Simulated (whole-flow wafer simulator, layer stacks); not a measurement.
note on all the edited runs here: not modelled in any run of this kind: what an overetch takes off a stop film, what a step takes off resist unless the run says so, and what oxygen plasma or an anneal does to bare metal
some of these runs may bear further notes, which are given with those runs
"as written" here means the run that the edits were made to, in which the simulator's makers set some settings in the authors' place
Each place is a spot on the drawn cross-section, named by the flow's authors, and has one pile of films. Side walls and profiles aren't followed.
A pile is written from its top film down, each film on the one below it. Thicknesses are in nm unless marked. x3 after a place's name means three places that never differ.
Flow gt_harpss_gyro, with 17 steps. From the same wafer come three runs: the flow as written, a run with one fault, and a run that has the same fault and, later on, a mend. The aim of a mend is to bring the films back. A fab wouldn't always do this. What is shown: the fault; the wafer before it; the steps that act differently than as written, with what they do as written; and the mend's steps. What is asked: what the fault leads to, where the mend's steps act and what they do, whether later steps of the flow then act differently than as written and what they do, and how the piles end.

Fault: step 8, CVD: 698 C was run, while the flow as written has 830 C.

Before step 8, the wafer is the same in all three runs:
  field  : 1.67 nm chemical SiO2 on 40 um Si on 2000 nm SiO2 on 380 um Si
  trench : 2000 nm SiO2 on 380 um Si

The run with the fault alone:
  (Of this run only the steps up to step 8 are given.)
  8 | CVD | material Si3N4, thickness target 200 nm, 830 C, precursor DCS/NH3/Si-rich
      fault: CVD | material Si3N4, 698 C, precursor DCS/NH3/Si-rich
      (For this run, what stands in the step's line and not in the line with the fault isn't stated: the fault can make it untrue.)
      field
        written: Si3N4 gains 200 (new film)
        fault: Si3N4 gains 25.9 (new film)
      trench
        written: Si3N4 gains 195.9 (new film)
        fault: Si3N4 gains 25.9 (new film)
  The piles after step 8 differ from the flow's at field, trench by more than 2% or 0.5 nm, whichever is larger.
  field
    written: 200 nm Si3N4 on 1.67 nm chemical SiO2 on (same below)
    fault: 25.9 nm Si3N4 on 1.67 nm chemical SiO2 on (same below)
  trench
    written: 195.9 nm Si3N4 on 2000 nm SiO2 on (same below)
    fault: 25.9 nm Si3N4 on 2000 nm SiO2 on (same below)

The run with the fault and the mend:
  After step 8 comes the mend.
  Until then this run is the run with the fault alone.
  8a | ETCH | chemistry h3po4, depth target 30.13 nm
      field, trench
        Si3N4 loses 25.9 (all of it)
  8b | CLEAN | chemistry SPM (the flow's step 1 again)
      does not change any film at any place that is followed
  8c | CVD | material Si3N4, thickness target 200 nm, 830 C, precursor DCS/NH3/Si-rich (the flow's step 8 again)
      field
        Si3N4 gains 200 (new film)
      trench
        Si3N4 gains 195.9 (new film)
  Later steps of the flow that are run all act as written at every place that is followed.
  By the end, the piles equal the flow's at every place that both follow.
